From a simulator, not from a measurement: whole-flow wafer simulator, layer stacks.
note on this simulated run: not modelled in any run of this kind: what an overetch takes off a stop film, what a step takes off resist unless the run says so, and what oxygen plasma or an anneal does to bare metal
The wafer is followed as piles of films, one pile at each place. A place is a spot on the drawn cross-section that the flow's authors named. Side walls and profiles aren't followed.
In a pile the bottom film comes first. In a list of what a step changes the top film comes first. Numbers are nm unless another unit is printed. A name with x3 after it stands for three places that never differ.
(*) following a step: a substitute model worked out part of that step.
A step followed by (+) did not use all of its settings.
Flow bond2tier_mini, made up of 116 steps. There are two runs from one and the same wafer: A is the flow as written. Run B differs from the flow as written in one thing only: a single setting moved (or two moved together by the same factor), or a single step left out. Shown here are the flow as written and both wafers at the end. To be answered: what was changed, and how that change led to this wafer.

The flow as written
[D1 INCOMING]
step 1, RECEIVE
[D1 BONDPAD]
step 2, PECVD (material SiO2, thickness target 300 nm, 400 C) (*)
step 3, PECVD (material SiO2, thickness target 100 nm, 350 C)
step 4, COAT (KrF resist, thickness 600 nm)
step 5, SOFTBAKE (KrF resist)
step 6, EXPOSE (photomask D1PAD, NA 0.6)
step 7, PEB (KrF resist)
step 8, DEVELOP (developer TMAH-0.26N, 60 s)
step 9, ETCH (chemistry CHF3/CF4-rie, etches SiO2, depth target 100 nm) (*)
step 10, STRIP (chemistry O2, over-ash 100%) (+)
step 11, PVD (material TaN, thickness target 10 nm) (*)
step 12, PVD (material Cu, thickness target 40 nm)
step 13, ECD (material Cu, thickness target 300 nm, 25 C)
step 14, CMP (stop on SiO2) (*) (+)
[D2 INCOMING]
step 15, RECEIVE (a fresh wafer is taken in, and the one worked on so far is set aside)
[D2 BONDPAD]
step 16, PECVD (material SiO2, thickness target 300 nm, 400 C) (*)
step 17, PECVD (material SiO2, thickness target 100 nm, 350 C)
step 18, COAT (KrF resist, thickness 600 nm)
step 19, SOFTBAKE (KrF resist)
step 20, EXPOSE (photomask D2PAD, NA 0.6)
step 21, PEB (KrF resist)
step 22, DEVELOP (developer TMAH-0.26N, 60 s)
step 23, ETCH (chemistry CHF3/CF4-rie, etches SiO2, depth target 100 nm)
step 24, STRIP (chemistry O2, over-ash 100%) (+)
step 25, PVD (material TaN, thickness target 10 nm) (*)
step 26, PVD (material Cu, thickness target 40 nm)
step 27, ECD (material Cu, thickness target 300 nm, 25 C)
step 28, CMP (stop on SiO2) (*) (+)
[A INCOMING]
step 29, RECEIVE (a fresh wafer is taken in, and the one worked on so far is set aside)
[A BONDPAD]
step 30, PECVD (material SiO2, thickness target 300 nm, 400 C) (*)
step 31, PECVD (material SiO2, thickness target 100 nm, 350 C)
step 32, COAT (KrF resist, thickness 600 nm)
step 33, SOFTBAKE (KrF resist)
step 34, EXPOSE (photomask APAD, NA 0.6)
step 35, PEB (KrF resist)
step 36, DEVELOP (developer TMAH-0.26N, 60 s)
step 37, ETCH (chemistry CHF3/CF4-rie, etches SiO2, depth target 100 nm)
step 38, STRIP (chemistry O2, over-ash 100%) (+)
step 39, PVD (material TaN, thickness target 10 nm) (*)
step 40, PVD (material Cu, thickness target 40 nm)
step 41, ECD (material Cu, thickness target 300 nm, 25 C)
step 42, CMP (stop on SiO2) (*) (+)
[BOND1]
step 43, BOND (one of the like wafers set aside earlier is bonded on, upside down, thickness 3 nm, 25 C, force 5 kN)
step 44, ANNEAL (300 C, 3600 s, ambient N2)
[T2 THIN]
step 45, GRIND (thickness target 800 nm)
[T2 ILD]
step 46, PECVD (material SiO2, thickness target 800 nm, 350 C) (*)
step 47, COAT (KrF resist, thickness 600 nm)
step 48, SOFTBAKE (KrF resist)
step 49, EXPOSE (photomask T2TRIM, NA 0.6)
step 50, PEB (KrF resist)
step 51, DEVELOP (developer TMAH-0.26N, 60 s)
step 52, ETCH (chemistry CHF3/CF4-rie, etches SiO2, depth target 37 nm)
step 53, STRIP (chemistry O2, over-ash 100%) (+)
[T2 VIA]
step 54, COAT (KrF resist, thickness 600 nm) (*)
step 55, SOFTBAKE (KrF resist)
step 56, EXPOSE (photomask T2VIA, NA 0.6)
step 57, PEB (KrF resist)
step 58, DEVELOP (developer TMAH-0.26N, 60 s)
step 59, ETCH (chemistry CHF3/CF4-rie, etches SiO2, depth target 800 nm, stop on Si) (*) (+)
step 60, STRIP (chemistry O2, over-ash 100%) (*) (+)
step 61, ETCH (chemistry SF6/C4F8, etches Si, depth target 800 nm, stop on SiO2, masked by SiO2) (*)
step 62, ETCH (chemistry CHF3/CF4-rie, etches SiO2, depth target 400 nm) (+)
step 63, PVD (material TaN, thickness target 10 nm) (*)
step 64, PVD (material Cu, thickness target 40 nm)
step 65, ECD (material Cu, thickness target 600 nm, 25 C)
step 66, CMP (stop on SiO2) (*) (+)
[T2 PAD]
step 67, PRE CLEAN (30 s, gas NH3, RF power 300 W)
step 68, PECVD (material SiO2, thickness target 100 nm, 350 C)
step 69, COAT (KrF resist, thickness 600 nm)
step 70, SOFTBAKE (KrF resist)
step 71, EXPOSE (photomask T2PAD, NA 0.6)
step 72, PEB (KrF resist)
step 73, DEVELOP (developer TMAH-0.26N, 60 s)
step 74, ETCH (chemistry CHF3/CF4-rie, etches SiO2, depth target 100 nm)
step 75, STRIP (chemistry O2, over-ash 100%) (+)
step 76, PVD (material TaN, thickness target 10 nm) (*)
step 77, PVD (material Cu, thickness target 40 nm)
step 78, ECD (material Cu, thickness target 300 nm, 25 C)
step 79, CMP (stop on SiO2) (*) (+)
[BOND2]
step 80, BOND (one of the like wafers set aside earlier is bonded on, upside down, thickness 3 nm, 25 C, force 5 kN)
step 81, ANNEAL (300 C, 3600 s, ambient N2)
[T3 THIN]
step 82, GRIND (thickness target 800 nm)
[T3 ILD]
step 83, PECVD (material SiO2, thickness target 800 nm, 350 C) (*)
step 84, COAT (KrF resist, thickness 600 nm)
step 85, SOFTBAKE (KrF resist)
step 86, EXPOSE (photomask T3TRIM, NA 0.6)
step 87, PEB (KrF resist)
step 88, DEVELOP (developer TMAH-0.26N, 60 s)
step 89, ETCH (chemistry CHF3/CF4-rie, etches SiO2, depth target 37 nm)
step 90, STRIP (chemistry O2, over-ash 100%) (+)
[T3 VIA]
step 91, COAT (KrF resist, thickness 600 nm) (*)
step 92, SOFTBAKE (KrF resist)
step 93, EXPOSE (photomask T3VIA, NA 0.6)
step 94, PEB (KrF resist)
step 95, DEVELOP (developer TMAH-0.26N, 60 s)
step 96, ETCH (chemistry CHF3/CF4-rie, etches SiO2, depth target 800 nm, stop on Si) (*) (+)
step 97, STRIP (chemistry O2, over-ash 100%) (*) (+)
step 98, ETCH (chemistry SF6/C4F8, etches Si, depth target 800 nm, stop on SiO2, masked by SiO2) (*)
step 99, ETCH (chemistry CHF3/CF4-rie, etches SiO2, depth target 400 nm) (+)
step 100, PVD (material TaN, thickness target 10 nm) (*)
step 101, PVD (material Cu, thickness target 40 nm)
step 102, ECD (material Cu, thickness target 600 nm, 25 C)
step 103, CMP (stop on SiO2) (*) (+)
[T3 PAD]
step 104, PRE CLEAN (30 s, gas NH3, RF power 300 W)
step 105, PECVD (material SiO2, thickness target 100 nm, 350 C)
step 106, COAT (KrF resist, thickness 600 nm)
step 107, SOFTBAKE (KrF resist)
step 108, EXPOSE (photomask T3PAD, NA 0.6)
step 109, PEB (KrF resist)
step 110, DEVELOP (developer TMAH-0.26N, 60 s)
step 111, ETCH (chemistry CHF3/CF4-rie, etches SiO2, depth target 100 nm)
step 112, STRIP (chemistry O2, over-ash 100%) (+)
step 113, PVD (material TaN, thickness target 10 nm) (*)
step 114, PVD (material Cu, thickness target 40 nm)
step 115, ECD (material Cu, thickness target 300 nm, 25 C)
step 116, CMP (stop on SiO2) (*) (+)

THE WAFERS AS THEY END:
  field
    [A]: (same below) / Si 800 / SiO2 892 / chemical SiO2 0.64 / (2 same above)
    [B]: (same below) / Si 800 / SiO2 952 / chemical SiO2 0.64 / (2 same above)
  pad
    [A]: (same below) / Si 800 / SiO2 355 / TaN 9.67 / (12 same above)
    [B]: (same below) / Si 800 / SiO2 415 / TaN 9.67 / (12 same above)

The reason: step 62, ETCH: depth target 340 nm was run, whereas the flow has depth target 400 nm.

Step by step, how the change led to this:
  step 62, ETCH (chemistry CHF3/CF4-rie, etches SiO2, depth target 400 nm) (+)
      field, pad: A SiO2 loses 400 | B SiO2 loses 340
